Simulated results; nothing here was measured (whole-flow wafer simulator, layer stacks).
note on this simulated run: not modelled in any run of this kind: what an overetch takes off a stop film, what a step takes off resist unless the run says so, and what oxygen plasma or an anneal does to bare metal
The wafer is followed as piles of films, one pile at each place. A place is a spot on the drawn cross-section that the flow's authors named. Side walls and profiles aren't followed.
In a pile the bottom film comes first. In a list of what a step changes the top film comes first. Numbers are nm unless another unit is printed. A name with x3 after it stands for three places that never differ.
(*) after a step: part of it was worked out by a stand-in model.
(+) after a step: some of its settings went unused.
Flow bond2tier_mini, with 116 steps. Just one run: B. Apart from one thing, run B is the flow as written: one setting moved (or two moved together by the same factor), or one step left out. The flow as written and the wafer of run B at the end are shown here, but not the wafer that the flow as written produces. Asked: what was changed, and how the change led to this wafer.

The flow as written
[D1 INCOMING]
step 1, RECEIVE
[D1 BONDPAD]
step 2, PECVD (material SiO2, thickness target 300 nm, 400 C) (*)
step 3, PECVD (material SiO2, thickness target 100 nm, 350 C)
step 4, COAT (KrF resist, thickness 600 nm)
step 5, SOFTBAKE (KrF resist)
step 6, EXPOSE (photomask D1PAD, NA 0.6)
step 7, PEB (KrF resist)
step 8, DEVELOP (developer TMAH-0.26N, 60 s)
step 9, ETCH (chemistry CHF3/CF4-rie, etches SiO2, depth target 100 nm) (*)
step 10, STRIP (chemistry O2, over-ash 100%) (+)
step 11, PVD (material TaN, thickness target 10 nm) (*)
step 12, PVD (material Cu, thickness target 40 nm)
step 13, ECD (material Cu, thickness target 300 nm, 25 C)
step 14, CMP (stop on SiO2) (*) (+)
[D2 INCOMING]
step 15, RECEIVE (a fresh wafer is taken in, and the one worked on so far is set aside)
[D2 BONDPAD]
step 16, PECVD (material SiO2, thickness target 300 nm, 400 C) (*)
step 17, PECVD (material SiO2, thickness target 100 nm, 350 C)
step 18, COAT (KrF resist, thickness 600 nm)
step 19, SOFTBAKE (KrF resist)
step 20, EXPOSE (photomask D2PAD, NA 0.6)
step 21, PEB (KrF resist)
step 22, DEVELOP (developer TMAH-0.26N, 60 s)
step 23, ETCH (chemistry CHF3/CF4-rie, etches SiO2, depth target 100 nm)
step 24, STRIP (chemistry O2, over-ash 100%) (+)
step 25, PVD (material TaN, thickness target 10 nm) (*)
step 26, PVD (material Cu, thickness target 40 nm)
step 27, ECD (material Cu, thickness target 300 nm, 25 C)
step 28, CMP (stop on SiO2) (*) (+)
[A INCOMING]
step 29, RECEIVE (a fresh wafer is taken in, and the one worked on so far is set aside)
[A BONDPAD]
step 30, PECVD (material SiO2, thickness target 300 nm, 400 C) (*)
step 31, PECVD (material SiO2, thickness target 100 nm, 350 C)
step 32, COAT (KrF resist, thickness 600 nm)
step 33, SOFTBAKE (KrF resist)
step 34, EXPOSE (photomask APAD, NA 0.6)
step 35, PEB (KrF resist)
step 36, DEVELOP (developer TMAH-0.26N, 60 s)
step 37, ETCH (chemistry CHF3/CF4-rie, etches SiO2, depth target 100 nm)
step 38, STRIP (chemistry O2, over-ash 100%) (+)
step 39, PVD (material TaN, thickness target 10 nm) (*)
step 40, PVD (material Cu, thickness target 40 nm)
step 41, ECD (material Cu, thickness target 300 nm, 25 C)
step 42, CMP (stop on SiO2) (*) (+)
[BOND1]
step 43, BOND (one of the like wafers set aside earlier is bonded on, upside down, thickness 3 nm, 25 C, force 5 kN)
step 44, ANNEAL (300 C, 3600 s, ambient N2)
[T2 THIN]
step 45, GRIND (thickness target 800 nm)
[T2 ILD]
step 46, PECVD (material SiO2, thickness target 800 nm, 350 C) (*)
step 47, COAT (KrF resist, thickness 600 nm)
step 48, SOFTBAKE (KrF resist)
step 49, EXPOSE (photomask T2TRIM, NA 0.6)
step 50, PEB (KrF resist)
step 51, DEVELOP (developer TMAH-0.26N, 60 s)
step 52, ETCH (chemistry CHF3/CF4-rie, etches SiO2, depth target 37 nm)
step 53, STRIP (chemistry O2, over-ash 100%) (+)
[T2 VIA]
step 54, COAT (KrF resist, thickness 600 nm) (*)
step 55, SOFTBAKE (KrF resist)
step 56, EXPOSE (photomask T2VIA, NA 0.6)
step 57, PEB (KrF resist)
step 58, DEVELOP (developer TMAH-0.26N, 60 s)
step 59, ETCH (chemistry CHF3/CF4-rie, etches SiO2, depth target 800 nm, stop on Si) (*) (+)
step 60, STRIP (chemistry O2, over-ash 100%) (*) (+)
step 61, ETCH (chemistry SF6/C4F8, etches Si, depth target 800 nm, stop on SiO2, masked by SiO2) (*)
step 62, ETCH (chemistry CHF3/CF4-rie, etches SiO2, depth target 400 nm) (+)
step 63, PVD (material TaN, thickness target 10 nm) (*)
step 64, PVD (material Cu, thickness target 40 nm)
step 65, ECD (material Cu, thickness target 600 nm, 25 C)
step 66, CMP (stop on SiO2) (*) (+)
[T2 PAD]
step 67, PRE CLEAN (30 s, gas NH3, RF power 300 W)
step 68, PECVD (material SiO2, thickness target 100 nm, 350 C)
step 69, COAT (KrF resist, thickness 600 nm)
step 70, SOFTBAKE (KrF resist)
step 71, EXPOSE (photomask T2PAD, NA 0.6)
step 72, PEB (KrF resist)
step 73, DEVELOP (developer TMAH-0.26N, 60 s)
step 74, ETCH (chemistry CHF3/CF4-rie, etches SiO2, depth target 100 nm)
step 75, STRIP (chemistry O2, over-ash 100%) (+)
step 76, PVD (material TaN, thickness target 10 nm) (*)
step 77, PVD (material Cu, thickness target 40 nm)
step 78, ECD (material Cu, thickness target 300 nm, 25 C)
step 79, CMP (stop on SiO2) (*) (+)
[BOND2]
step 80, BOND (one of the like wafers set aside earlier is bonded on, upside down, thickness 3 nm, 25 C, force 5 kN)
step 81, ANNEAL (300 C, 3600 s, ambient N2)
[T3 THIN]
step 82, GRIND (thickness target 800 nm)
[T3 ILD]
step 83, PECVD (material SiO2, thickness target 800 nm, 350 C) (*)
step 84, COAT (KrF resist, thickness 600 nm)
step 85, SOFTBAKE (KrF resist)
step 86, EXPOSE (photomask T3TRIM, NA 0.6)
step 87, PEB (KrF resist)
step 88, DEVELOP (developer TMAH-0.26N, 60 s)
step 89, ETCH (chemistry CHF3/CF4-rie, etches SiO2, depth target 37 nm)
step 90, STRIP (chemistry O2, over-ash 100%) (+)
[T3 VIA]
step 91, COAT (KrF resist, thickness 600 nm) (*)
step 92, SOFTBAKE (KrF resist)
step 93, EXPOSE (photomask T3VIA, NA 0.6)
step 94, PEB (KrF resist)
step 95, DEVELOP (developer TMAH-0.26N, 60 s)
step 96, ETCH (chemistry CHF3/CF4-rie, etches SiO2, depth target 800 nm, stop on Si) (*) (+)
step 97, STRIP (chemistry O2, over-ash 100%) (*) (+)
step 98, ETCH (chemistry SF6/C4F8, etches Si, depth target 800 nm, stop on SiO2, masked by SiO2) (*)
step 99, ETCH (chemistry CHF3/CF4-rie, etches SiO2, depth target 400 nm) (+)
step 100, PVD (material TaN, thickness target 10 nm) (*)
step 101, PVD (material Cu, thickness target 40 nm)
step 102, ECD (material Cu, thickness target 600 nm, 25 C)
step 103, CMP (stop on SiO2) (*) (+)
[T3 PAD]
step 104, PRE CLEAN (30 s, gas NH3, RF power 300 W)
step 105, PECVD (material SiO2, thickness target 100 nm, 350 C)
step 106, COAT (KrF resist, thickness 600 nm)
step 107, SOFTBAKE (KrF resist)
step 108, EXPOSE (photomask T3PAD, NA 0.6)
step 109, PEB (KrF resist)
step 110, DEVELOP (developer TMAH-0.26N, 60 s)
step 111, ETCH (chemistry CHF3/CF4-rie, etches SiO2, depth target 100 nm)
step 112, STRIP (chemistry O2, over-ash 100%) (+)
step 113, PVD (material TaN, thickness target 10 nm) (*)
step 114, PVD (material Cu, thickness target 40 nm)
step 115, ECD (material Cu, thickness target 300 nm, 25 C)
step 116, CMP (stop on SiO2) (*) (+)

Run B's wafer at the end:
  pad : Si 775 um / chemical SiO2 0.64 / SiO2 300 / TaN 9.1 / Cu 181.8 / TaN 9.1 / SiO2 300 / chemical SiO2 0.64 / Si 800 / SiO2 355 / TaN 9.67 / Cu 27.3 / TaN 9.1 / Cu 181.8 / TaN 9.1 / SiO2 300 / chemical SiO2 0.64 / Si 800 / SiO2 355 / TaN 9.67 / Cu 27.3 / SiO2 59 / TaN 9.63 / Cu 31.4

The reason: step 111, ETCH: depth target 41 nm was run, while the flow as written has depth target 100 nm.

Step by step, how the change led to this:
  step 111, ETCH (chemistry CHF3/CF4-rie, etches SiO2, depth target 100 nm)
      pad: SiO2 loses 41 (it would be, as written: SiO2 loses 100 (all of it))
      field: KrF resist loses 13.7 (it would be, as written: KrF resist loses 33.3)
  step 112, STRIP (chemistry O2, over-ash 100%) (+)
      field: KrF resist loses 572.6 (all of it) (it would be, as written: KrF resist loses 552.9 (all of it))
  step 113, PVD (material TaN, thickness target 10 nm) (*)
      pad: TaN gains 9.63 (new film) (it would be, as written: TaN gains 9.1 (new film))
  step 114, PVD (material Cu, thickness target 40 nm)
      pad: Cu gains 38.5 (new film) (it would be, as written: Cu gains 36.4 (new film))
  step 115, ECD (material Cu, thickness target 300 nm, 25 C)
      pad: Cu gains 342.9 (it would be, as written: Cu gains 404.5)
With metal films that touch counted as one body, pad has 4 bodies (between them, from the top down: SiO2 59; SiO2 355 / Si 800 / chemical SiO2 0.64 / SiO2 300; SiO2 355 / Si 800 / chemical SiO2 0.64 / SiO2 300); the flow as written gives 3 bodies (between them, from the top down: SiO2 355 / Si 800 / chemical SiO2 0.64 / SiO2 300; SiO2 355 / Si 800 / chemical SiO2 0.64 / SiO2 300).
